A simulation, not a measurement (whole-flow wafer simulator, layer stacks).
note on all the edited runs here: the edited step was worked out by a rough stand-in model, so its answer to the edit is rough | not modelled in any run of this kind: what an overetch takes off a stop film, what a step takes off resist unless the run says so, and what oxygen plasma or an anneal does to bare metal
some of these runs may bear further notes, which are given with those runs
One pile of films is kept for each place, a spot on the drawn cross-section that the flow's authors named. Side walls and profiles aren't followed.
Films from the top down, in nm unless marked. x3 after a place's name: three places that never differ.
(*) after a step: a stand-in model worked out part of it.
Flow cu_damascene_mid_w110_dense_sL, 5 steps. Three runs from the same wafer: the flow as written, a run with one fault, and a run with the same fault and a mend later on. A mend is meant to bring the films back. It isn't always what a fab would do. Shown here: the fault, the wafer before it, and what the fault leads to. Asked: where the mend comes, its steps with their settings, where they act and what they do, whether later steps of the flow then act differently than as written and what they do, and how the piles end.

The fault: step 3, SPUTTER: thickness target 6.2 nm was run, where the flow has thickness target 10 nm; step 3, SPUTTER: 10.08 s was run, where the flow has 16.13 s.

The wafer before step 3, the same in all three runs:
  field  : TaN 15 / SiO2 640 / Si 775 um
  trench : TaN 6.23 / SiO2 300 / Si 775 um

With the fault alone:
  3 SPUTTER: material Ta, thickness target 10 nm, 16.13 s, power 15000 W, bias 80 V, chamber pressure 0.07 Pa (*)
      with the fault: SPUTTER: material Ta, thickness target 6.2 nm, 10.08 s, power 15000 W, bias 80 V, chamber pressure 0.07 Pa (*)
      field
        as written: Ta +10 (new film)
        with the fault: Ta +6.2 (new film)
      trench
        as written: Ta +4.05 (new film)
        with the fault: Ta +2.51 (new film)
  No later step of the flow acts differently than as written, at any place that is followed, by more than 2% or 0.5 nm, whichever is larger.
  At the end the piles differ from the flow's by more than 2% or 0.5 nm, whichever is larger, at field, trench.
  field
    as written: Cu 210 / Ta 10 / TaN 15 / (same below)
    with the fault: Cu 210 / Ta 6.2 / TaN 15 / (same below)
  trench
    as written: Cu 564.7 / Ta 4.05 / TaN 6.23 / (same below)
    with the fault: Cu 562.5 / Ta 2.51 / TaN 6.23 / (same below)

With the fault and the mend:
  The mend comes after step 3.
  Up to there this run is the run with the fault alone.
  3a SPUTTER: material Ta, thickness target 3.8 nm, 6.129 s, power 15000 W, bias 80 V, chamber pressure 0.07 Pa (*) (the flow's step 3 once more, with other settings)
      field
        Ta +3.8
      trench
        Ta +1.5
  No later step of the flow acts differently than as written at any place that is followed.
  At the end the piles differ from the flow's only slightly at the places that both follow, by at most 2% or 0.5 nm, whichever is larger.
